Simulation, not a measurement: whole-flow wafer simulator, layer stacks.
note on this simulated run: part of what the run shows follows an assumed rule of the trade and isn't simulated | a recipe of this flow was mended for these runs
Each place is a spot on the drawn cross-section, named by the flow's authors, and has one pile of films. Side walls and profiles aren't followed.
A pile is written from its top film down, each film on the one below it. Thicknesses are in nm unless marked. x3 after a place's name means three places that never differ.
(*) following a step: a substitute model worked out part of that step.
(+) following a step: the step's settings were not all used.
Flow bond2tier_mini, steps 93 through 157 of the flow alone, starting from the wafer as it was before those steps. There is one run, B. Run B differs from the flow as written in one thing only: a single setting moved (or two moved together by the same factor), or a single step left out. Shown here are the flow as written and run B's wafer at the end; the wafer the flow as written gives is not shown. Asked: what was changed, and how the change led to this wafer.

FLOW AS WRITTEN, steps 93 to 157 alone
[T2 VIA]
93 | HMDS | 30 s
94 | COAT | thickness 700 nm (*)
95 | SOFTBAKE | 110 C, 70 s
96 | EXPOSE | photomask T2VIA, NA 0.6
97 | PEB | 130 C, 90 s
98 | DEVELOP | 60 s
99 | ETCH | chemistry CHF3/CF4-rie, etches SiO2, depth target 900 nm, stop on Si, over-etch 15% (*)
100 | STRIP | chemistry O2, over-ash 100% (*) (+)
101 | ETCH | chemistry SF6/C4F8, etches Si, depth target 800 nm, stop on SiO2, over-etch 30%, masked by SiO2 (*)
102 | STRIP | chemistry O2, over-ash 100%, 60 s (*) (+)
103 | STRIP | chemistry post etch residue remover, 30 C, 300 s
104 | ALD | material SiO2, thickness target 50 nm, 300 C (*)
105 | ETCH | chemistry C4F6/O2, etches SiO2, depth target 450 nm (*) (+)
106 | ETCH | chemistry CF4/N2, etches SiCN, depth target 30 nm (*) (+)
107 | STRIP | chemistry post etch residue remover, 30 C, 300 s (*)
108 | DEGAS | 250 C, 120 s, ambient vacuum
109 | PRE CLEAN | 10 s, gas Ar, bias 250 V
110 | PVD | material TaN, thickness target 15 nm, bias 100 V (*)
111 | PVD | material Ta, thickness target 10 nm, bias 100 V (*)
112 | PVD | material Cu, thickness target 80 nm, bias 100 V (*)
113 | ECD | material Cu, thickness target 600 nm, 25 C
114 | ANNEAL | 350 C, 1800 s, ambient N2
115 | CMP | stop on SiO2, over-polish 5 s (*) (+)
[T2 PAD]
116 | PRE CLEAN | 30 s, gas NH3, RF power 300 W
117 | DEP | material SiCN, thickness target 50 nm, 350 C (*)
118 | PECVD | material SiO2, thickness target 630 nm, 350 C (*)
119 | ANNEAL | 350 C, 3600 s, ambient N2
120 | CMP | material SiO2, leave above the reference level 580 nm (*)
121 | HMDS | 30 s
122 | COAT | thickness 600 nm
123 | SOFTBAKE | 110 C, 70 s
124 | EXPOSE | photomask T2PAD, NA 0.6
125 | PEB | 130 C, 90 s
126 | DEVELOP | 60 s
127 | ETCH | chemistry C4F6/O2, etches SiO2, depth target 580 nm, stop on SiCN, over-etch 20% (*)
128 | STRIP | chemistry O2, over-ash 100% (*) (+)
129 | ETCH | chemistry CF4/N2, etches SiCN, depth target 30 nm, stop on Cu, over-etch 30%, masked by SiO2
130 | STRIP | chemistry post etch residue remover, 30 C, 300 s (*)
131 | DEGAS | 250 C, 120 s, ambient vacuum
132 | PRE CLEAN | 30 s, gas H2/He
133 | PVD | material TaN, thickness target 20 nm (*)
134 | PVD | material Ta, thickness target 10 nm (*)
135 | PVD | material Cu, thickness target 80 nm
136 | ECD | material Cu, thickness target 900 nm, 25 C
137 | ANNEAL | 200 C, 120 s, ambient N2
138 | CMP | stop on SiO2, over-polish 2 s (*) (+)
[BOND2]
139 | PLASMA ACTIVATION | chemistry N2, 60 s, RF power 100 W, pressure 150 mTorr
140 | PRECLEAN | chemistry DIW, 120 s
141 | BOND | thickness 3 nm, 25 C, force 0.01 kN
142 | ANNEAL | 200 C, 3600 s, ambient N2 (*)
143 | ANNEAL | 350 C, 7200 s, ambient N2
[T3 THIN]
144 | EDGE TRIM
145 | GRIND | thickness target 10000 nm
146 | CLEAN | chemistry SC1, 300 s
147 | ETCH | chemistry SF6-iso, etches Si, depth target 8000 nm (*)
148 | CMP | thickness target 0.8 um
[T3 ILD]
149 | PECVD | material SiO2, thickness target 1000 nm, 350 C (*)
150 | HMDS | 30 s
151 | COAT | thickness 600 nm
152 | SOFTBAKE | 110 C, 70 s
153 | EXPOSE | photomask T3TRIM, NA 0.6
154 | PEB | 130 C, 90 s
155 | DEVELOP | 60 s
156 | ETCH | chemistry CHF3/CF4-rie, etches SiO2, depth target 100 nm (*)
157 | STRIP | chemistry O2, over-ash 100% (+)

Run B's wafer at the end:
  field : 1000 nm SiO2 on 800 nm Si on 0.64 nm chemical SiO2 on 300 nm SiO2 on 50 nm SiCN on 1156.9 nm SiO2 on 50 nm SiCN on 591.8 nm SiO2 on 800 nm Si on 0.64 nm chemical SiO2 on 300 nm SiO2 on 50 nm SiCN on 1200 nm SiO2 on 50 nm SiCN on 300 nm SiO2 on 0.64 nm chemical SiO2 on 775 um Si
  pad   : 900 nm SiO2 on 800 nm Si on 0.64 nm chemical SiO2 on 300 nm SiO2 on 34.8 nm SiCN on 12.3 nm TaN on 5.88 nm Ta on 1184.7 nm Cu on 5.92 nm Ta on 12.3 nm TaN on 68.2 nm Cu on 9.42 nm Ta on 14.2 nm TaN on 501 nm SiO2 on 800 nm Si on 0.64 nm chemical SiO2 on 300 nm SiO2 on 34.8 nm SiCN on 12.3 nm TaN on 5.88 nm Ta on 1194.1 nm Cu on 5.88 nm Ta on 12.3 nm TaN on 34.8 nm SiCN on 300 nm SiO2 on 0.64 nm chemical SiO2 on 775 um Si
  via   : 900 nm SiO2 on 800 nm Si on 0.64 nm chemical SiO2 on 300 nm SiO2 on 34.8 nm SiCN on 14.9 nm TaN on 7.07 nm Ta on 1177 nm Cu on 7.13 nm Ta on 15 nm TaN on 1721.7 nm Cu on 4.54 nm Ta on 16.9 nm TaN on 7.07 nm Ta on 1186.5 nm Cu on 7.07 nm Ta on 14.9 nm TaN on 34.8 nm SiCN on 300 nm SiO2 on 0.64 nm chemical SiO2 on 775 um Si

Cause: step 105, ETCH: depth target 415.7 nm was run, though the flow has depth target 450 nm.

Step by step, how the change led to this:
  105 | ETCH | chemistry C4F6/O2, etches SiO2, depth target 450 nm (*) (+)
      field, pad: -415.7 SiO2 (in the flow as written it would be: -450 SiO2)
      via: -348.1 SiO2 (all of it), -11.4 SiCN (in the flow as written it would be: -348.1 SiO2 (all of it), -17.2 SiCN)
  106 | ETCH | chemistry CF4/N2, etches SiCN, depth target 30 nm (*) (+)
      via: -23.4 SiCN (all of it), -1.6 TaN (in the flow as written it would be: -17.6 SiCN (all of it), -3.01 TaN)
